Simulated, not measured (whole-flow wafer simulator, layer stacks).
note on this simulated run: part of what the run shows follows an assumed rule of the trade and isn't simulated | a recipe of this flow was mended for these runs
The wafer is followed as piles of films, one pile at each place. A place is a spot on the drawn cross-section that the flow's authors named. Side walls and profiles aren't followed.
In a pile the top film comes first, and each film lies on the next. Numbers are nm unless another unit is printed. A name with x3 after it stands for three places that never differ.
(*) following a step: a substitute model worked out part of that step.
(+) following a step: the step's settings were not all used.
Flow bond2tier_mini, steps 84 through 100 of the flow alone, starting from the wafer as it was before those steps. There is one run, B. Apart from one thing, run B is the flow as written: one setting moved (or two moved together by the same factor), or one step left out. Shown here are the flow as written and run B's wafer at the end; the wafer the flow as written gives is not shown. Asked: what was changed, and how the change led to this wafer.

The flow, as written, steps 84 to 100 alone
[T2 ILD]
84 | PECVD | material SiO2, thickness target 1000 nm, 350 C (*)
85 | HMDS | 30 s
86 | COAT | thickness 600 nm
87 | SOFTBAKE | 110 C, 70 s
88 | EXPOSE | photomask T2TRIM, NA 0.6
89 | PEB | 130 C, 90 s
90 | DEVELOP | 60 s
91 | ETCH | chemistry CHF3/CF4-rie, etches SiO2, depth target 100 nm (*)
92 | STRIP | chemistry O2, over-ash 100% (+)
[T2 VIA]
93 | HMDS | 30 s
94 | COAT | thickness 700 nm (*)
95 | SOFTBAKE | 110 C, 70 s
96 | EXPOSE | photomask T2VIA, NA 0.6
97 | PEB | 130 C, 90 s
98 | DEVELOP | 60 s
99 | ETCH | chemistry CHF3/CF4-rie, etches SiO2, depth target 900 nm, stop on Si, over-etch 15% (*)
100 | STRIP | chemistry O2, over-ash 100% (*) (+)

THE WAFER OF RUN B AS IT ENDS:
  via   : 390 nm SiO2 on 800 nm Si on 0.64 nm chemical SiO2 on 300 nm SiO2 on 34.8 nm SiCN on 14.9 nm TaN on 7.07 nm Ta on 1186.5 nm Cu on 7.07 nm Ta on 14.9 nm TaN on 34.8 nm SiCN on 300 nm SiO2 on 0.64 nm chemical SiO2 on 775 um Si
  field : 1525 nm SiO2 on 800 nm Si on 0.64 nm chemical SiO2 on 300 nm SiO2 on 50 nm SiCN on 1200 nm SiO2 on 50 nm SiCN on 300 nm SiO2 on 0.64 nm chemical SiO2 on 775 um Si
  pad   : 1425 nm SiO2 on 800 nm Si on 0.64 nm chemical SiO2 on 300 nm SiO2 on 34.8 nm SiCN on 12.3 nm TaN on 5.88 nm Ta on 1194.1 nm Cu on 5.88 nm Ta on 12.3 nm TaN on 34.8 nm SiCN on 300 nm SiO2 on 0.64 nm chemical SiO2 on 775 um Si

What caused this: step 84, PECVD: thickness target 1525 nm was run, though the flow has thickness target 1000 nm.
One can read it off the wafer: field has SiO2 1525, and step 84 as written asks for 1000 nm.

The path from the change to this, step by step:
  84 | PECVD | material SiO2, thickness target 1000 nm, 350 C (*)
      field, pad, via: +1525 SiO2 (new film) (as written it would have been: +1000 SiO2 (new film))
  99 | ETCH | chemistry CHF3/CF4-rie, etches SiO2, depth target 900 nm, stop on Si, over-etch 15% (*)
      via: -1035 SiO2 (as written it would have been: -900 SiO2 (all of it), -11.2 Si)
